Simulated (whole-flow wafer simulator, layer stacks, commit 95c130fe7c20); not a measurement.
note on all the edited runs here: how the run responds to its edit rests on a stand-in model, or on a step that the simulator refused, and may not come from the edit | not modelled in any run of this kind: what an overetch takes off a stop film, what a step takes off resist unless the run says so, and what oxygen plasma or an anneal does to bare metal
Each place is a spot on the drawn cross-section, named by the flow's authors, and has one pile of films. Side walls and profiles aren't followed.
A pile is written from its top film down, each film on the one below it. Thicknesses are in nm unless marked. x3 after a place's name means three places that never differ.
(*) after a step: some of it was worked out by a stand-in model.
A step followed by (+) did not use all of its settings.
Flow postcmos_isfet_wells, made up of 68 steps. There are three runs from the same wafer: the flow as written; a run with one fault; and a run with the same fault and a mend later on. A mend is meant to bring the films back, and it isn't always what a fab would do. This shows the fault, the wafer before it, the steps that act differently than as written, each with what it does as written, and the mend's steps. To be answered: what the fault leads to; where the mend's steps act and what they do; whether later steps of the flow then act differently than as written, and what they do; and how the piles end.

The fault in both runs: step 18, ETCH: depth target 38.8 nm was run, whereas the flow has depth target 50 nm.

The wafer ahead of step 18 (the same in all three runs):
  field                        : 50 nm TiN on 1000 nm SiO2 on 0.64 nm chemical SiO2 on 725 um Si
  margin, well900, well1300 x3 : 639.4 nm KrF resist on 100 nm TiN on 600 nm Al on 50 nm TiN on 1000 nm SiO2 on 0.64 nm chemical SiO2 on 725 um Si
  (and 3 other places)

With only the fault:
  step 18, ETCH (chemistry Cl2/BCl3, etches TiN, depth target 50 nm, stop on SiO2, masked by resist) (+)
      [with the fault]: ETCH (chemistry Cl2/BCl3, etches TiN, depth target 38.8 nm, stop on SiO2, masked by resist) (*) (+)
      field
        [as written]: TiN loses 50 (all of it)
        [with the fault]: TiN loses 38.8
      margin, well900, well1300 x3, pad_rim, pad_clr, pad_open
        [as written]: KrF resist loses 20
        [with the fault]: KrF resist loses 15.5
  Steps further on in the flow that do not act as written (2 more steps, not shown, differ only slightly: by at most 2% or 0.5 nm, whichever is larger):
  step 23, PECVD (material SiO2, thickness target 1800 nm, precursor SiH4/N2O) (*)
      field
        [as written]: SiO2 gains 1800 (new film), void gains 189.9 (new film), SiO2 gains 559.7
        [with the fault]: SiO2 gains 1800 (new film), void gains 181.8 (new film), SiO2 gains 557 (new film)
  The piles end different from the flow's at field by more than 2% or 0.5 nm, whichever is larger.
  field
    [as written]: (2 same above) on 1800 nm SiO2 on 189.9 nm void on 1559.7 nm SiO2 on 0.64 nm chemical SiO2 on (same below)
    [with the fault]: (2 same above) on 1800 nm SiO2 on 181.8 nm void on 557 nm SiO2 on 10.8 nm TiN on 1000 nm SiO2 on 0.64 nm chemical SiO2 on (same below)

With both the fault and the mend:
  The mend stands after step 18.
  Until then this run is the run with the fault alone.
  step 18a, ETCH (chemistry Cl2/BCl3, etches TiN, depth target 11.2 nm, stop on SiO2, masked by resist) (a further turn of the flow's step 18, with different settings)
      margin, well900, well1300 x3, pad_rim, pad_clr, pad_open
        KrF resist loses 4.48
      field
        TiN loses 11.2 (all of it)
  Every later step of the flow that is run acts as written at every place that is followed.
  The piles end the same as the flow's at every place that both follow.
